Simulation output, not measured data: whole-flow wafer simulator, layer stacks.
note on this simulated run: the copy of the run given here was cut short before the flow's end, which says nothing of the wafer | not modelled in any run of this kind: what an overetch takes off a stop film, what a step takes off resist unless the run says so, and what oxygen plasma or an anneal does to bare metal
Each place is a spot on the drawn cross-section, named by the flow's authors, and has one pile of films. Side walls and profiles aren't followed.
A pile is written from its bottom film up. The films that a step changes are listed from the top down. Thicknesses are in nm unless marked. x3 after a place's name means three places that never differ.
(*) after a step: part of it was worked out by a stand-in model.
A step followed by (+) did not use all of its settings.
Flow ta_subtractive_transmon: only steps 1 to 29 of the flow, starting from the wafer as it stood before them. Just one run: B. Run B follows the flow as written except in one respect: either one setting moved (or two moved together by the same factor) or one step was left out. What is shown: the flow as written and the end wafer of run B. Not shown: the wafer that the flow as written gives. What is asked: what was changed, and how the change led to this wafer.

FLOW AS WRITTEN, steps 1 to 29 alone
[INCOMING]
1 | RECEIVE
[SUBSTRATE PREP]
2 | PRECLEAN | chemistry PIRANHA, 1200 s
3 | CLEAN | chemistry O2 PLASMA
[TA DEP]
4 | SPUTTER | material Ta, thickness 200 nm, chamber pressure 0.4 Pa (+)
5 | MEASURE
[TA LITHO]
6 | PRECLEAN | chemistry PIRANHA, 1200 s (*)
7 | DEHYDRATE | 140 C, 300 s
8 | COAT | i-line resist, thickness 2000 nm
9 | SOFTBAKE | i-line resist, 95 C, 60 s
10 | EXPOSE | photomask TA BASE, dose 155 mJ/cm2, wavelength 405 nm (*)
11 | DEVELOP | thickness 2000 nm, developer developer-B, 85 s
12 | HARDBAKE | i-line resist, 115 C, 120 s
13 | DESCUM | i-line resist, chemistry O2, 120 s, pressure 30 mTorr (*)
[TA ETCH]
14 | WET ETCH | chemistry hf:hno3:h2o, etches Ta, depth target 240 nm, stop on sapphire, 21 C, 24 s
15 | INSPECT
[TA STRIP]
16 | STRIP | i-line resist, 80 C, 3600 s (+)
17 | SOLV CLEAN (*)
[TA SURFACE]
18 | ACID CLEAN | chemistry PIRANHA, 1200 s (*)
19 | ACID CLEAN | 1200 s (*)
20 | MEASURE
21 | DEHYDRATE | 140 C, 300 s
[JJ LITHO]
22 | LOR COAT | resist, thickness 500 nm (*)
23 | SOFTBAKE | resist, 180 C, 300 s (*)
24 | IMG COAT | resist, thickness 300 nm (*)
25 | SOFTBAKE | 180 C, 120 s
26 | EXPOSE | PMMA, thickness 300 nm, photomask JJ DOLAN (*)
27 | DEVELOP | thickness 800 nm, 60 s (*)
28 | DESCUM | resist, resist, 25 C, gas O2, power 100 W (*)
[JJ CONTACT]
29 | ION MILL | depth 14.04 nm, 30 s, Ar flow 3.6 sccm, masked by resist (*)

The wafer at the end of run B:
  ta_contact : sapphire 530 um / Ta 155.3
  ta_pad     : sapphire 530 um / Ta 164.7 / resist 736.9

The reason: step 4, SPUTTER: thickness 165 nm was run, though the flow has thickness 200 nm.

How this came from the change, step by step:
  4 | SPUTTER | material Ta, thickness 200 nm, chamber pressure 0.4 Pa (+)
      field x2, jj_line, lead, ta_contact, ta_pad: Ta gains 165 (new film) (in the flow as written it would be: Ta gains 200 (new film))
  14 | WET ETCH | chemistry hf:hno3:h2o, etches Ta, depth target 240 nm, stop on sapphire, 21 C, 24 s
      field x2, jj_line, lead: Ta loses 165 (all of it) (in the flow as written it would be: Ta loses 200 (all of it))
